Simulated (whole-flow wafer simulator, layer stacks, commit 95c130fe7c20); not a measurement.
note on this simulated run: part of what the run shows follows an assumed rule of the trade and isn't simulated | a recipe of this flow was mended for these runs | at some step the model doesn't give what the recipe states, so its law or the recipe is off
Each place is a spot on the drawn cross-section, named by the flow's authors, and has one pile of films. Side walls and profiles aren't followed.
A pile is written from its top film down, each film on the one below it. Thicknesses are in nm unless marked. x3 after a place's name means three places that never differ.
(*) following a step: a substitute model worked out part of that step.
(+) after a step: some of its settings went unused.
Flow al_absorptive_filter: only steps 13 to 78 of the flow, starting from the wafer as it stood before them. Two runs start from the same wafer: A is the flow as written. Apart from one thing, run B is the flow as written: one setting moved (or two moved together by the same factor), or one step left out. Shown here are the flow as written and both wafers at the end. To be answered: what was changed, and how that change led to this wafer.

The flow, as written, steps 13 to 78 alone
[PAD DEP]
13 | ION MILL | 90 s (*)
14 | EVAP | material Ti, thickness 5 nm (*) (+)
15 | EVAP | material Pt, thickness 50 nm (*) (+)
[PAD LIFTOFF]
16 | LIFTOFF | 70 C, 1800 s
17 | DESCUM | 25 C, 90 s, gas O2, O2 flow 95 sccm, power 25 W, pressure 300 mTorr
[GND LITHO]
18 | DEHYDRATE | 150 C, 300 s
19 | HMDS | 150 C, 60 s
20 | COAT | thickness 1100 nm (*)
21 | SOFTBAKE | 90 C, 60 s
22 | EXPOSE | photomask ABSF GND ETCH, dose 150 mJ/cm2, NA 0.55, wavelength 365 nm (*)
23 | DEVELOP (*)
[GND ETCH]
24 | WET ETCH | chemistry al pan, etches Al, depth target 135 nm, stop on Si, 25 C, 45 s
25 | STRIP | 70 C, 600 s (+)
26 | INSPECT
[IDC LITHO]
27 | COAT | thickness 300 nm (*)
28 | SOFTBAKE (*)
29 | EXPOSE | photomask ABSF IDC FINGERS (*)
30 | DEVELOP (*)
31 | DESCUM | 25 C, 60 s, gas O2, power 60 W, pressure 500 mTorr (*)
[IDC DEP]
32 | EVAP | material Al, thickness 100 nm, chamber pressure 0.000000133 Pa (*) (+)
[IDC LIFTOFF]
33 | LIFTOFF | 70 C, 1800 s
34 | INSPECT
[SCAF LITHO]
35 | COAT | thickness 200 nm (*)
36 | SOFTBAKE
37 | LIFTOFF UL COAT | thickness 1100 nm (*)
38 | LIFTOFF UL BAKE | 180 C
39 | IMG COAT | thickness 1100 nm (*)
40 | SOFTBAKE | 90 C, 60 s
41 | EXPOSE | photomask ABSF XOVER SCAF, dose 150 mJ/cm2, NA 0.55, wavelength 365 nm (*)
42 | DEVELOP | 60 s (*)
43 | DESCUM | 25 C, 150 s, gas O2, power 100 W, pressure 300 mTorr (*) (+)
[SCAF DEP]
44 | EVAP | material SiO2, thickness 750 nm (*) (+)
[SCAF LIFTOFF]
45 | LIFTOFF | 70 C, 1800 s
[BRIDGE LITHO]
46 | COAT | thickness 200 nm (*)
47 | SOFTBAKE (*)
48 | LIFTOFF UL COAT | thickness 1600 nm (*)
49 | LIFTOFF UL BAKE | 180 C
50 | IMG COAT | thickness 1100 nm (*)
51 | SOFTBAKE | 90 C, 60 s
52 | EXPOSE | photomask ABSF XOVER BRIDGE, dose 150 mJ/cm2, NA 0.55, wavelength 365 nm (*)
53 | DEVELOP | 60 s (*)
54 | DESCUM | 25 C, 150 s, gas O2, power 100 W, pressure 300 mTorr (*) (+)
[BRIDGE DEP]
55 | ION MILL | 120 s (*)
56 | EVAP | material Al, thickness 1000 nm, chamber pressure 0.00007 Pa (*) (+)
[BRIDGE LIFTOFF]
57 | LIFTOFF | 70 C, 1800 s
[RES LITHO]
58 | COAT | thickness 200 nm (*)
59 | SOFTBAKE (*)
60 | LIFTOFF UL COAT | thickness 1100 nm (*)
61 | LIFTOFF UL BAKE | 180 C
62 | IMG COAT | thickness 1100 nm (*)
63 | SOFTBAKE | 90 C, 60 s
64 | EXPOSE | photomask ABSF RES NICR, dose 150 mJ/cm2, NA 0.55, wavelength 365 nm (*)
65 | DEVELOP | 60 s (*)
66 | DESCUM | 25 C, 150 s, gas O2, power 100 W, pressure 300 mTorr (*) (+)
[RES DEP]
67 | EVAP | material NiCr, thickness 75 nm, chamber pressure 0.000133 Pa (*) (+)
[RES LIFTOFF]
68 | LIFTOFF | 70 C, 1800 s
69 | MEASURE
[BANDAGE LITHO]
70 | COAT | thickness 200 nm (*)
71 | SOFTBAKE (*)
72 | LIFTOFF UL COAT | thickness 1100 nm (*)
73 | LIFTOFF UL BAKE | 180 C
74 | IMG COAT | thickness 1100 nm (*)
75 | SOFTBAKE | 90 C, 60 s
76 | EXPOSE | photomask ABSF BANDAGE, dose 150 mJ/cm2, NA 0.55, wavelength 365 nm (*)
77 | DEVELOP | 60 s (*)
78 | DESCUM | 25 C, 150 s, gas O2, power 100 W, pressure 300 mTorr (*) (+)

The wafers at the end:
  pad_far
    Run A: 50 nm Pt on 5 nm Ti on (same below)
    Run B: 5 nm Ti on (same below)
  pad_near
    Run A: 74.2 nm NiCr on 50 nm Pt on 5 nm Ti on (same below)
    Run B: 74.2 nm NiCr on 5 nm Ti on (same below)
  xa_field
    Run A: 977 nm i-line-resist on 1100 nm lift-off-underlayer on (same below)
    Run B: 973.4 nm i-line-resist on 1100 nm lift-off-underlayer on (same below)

Cause: step 15, EVAP: material Pt, thickness 50 nm (*) (+), was skipped.

How this came from the change, step by step:
  16 | LIFTOFF | 70 C, 1800 s
      gnd, ledge, res and 9 more: A Pt loses 50 (all of it), Ti loses 5 (all of it), i-line-resist loses 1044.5 (all of it), lift-off-underlayer loses 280 (all of it) | B Ti loses 5 (all of it), i-line-resist loses 1044.5 (all of it), lift-off-underlayer loses 280 (all of it)
  20 | COAT | thickness 1100 nm (*)
      pad_far: A i-line-resist gains 1092.6 (new film) | B i-line-resist gains 1124.9 (new film)
      pad_near: A i-line-resist gains 1092.3 (new film) | B i-line-resist gains 1126 (new film)
  25 | STRIP | 70 C, 600 s (+)
      pad_far: A i-line-resist loses 1091.5 (all of it) | B i-line-resist loses 1124 (all of it)
      pad_near: A i-line-resist loses 1091.1 (all of it) | B i-line-resist loses 1125.1 (all of it)
  27 | COAT | thickness 300 nm (*)
      pad_far: A e-beam-resist gains 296 (new film) | B e-beam-resist gains 308.8 (new film)
      pad_near: A e-beam-resist gains 288.3 (new film) | B e-beam-resist gains 304.5 (new film)
      (also at 1 further place)
  33 | LIFTOFF | 70 C, 1800 s
      pad_far: A Al loses 100 (all of it), e-beam-resist loses 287 (all of it) | B Al loses 100 (all of it), e-beam-resist loses 299.8 (all of it)
      pad_near: A Al loses 100 (all of it), e-beam-resist loses 279.3 (all of it) | B Al loses 100 (all of it), e-beam-resist loses 295.5 (all of it)
      (also at 1 further place)
  35 | COAT | thickness 200 nm (*)
      pad_far: A acrylic-e-beam-resist gains 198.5 (new film) | B acrylic-e-beam-resist gains 204.5 (new film)
      pad_near: A acrylic-e-beam-resist gains 193.6 (new film) | B acrylic-e-beam-resist gains 203.2 (new film)
      (also at 1 further place)
  45 | LIFTOFF | 70 C, 1800 s
      pad_far: A SiO2 loses 750 (all of it), i-line-resist loses 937 (all of it), lift-off-underlayer loses 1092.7 (all of it), acrylic-e-beam-resist loses 198.5 (all of it) | B SiO2 loses 750 (all of it), i-line-resist loses 947.8 (all of it), lift-off-underlayer loses 1109.9 (all of it), acrylic-e-beam-resist loses 204.5 (all of it)
      pad_near: A SiO2 loses 750 (all of it), i-line-resist loses 944.1 (all of it), lift-off-underlayer loses 1088 (all of it), acrylic-e-beam-resist loses 193.6 (all of it) | B SiO2 loses 750 (all of it), i-line-resist loses 953 (all of it), lift-off-underlayer loses 1103.9 (all of it), acrylic-e-beam-resist loses 203.2 (all of it)
      (also at 1 further place)
  46 | COAT | thickness 200 nm (*)
      pad_far: A acrylic-e-beam-resist gains 198.5 (new film) | B acrylic-e-beam-resist gains 204.5 (new film)
      pad_near: A acrylic-e-beam-resist gains 193.6 (new film) | B acrylic-e-beam-resist gains 203.2 (new film)
      (also at 1 further place)
  57 | LIFTOFF | 70 C, 1800 s
      pad_far: A Al loses 1000 (all of it), i-line-resist loses 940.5 (all of it), lift-off-underlayer loses 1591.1 (all of it), acrylic-e-beam-resist loses 198.5 (all of it) | B Al loses 1000 (all of it), i-line-resist loses 948.7 (all of it), lift-off-underlayer loses 1611.3 (all of it), acrylic-e-beam-resist loses 204.5 (all of it)
      pad_near: A Al loses 1000 (all of it), i-line-resist loses 946.7 (all of it), lift-off-underlayer loses 1587.9 (all of it), acrylic-e-beam-resist loses 193.6 (all of it) | B Al loses 1000 (all of it), i-line-resist loses 953.5 (all of it), lift-off-underlayer loses 1606.1 (all of it), acrylic-e-beam-resist loses 203.2 (all of it)
      (also at 1 further place)
  58 | COAT | thickness 200 nm (*)
      pad_far: A acrylic-e-beam-resist gains 198.5 (new film) | B acrylic-e-beam-resist gains 204.5 (new film)
      pad_near: A acrylic-e-beam-resist gains 193.6 (new film) | B acrylic-e-beam-resist gains 203.2 (new film)
      (also at 1 further place)
  66 | DESCUM | 25 C, 150 s, gas O2, power 100 W, pressure 300 mTorr (*) (+)
      pad_near: A acrylic-e-beam-resist loses 193.6 (all of it) | B acrylic-e-beam-resist loses 203.2 (all of it)
      ledge: A acrylic-e-beam-resist loses 169.8 (all of it) | B acrylic-e-beam-resist loses 152.7 (all of it)
  68 | LIFTOFF | 70 C, 1800 s
      pad_far: A NiCr loses 75 (all of it), i-line-resist loses 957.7 (all of it), lift-off-underlayer loses 1092.7 (all of it), acrylic-e-beam-resist loses 198.5 (all of it) | B NiCr loses 75 (all of it), i-line-resist loses 970.2 (all of it), lift-off-underlayer loses 1109.9 (all of it), acrylic-e-beam-resist loses 204.5 (all of it)
  70 | COAT | thickness 200 nm (*)
      pad_far: A acrylic-e-beam-resist gains 203.2 (new film) | B acrylic-e-beam-resist gains 209.3 (new film)
      pad_near: A acrylic-e-beam-resist gains 180.9 (new film) | B acrylic-e-beam-resist gains 190.5 (new film)
      (also at 1 further place)
  78 | DESCUM | 25 C, 150 s, gas O2, power 100 W, pressure 300 mTorr (*) (+)
      gnd, ledge, res and 9 more: A i-line-resist loses 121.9 | B i-line-resist loses 125.6
      pad_far: A acrylic-e-beam-resist loses 203.2 (all of it) | B acrylic-e-beam-resist loses 209.3 (all of it)
      (also at 1 further place)
